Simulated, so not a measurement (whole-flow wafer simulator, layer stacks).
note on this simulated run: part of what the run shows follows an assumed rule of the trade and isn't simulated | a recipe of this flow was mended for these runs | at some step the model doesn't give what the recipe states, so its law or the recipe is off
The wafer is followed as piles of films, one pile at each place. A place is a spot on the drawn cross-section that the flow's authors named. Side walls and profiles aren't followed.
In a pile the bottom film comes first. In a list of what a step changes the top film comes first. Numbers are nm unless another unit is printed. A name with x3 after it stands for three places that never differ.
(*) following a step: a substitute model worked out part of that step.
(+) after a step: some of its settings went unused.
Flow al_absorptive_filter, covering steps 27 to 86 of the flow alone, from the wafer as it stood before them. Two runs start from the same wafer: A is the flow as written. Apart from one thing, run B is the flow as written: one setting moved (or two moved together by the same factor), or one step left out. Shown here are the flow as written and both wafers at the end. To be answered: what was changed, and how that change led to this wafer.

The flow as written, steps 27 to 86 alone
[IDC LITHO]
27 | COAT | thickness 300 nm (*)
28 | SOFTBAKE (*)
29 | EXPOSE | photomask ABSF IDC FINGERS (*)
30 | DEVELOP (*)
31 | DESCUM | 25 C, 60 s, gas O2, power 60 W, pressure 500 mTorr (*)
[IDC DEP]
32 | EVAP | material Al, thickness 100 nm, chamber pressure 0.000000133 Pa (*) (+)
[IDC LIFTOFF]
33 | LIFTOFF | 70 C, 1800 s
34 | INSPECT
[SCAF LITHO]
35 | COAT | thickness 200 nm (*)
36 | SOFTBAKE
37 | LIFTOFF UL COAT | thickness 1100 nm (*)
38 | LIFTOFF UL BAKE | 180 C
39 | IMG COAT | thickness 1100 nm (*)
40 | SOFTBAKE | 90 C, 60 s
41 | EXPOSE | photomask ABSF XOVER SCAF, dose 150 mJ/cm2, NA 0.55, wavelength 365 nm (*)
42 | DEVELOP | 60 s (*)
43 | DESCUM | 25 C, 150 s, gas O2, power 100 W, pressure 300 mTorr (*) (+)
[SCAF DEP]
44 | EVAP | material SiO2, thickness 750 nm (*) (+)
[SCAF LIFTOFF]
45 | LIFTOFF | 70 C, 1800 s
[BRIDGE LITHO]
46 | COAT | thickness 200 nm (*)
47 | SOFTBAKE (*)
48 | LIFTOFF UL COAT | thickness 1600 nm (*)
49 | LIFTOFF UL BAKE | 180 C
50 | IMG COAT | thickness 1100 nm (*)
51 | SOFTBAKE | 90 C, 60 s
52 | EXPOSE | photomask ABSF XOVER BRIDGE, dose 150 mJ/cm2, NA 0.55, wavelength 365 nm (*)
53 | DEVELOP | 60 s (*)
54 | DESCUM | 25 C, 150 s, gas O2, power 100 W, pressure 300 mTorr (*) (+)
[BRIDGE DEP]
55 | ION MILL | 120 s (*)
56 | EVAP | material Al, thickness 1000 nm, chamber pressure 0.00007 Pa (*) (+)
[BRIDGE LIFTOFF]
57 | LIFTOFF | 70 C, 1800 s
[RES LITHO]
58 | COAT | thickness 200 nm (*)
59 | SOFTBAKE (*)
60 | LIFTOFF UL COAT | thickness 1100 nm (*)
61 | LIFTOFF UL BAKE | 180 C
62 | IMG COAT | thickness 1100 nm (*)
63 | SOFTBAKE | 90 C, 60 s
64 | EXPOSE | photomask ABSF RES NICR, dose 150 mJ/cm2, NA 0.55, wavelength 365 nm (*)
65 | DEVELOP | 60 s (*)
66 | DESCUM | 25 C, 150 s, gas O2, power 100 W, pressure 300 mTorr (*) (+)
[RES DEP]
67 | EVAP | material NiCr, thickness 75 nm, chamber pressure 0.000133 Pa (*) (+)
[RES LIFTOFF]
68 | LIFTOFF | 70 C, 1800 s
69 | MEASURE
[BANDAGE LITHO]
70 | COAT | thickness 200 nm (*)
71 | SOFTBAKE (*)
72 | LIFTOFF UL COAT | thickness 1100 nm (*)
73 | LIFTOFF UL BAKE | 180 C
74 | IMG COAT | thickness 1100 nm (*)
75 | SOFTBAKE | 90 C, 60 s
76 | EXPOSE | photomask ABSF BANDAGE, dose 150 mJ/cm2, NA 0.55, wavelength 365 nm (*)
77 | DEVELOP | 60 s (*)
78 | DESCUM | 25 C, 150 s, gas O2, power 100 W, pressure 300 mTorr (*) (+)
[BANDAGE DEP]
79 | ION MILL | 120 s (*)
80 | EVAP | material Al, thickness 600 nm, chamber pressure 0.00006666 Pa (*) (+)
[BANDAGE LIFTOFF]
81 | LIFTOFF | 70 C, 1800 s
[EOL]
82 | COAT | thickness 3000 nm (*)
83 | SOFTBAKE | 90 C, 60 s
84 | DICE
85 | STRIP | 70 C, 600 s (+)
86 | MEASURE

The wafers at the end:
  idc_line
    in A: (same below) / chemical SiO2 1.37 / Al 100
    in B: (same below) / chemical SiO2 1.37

What caused this: step 32, EVAP: material Al, thickness 100 nm, chamber pressure 0.000000133 Pa (*) (+), was omitted.

How this came from the change, step by step:
  33 | LIFTOFF | 70 C, 1800 s
      gnd, xa_field, xa_margin, xa_strip, xl_land, idc_field, idc_space: A -100 Al (all of it), -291 e-beam-resist (all of it) | B -291 e-beam-resist (all of it)
      pad_far: A -100 Al (all of it), -287 e-beam-resist (all of it) | B -287 e-beam-resist (all of it)
      (and at 5 other places as well)
  35 | COAT | thickness 200 nm (*)
      idc_line: A +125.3 acrylic-e-beam-resist (new film) | B +199.4 acrylic-e-beam-resist (new film)
      idc_space: A +228.2 acrylic-e-beam-resist (new film) | B +200.2 acrylic-e-beam-resist (new film)
  45 | LIFTOFF | 70 C, 1800 s
      idc_line: A -750 SiO2 (all of it), -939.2 i-line-resist (all of it), -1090 lift-off-underlayer (all of it), -125.3 acrylic-e-beam-resist (all of it) | B -750 SiO2 (all of it), -939.4 i-line-resist (all of it), -1099.9 lift-off-underlayer (all of it), -199.4 acrylic-e-beam-resist (all of it)
      idc_space: A -750 SiO2 (all of it), -939.1 i-line-resist (all of it), -1087.8 lift-off-underlayer (all of it), -228.2 acrylic-e-beam-resist (all of it) | B -750 SiO2 (all of it), -939.4 i-line-resist (all of it), -1099.9 lift-off-underlayer (all of it), -200.2 acrylic-e-beam-resist (all of it)
  46 | COAT | thickness 200 nm (*)
      idc_line: A +129.8 acrylic-e-beam-resist (new film) | B +199.4 acrylic-e-beam-resist (new film)
      idc_space: A +229.8 acrylic-e-beam-resist (new film) | B +200.2 acrylic-e-beam-resist (new film)
  57 | LIFTOFF | 70 C, 1800 s
      idc_line: A -1000 Al (all of it), -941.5 i-line-resist (all of it), -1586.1 lift-off-underlayer (all of it), -129.8 acrylic-e-beam-resist (all of it) | B -1000 Al (all of it), -941.6 i-line-resist (all of it), -1599.9 lift-off-underlayer (all of it), -199.4 acrylic-e-beam-resist (all of it)
      idc_space: A -1000 Al (all of it), -941.5 i-line-resist (all of it), -1586.9 lift-off-underlayer (all of it), -229.8 acrylic-e-beam-resist (all of it) | B -1000 Al (all of it), -941.6 i-line-resist (all of it), -1599.9 lift-off-underlayer (all of it), -200.2 acrylic-e-beam-resist (all of it)
  58 | COAT | thickness 200 nm (*)
      idc_line: A +129.8 acrylic-e-beam-resist (new film) | B +199.4 acrylic-e-beam-resist (new film)
      idc_space: A +229.8 acrylic-e-beam-resist (new film) | B +200.2 acrylic-e-beam-resist (new film)
  68 | LIFTOFF | 70 C, 1800 s
      idc_line: A -75 NiCr (all of it), -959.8 i-line-resist (all of it), -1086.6 lift-off-underlayer (all of it), -129.8 acrylic-e-beam-resist (all of it) | B -75 NiCr (all of it), -960.1 i-line-resist (all of it), -1099.9 lift-off-underlayer (all of it), -199.4 acrylic-e-beam-resist (all of it)
      idc_space: A -75 NiCr (all of it), -959.8 i-line-resist (all of it), -1087.4 lift-off-underlayer (all of it), -229.8 acrylic-e-beam-resist (all of it) | B -75 NiCr (all of it), -960.1 i-line-resist (all of it), -1099.9 lift-off-underlayer (all of it), -200.2 acrylic-e-beam-resist (all of it)
  70 | COAT | thickness 200 nm (*)
      idc_line: A +129.8 acrylic-e-beam-resist (new film) | B +199.4 acrylic-e-beam-resist (new film)
      idc_space: A +229.8 acrylic-e-beam-resist (new film) | B +200.2 acrylic-e-beam-resist (new film)
  81 | LIFTOFF | 70 C, 1800 s
      idc_line: A -600 Al (all of it), -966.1 i-line-resist (all of it), -1086.6 lift-off-underlayer (all of it), -129.8 acrylic-e-beam-resist (all of it) | B -600 Al (all of it), -966.4 i-line-resist (all of it), -1099.9 lift-off-underlayer (all of it), -199.4 acrylic-e-beam-resist (all of it)
      idc_space: A -600 Al (all of it), -966.1 i-line-resist (all of it), -1087.4 lift-off-underlayer (all of it), -229.8 acrylic-e-beam-resist (all of it) | B -600 Al (all of it), -966.4 i-line-resist (all of it), -1099.9 lift-off-underlayer (all of it), -200.2 acrylic-e-beam-resist (all of it)
  82 | COAT | thickness 3000 nm (*)
      idc_line: A +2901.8 i-line-resist (new film) | B +2999.2 i-line-resist (new film)
  83 | SOFTBAKE | 90 C, 60 s
      idc_line, idc_space: A -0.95 i-line-resist | B nothing
  85 | STRIP | 70 C, 600 s (+)
      idc_line: A -2900.9 i-line-resist (all of it) | B -2999.2 i-line-resist (all of it)
With metal films that touch counted as one body, idc_line has 0 bodies; the flow as written gives 1 body.
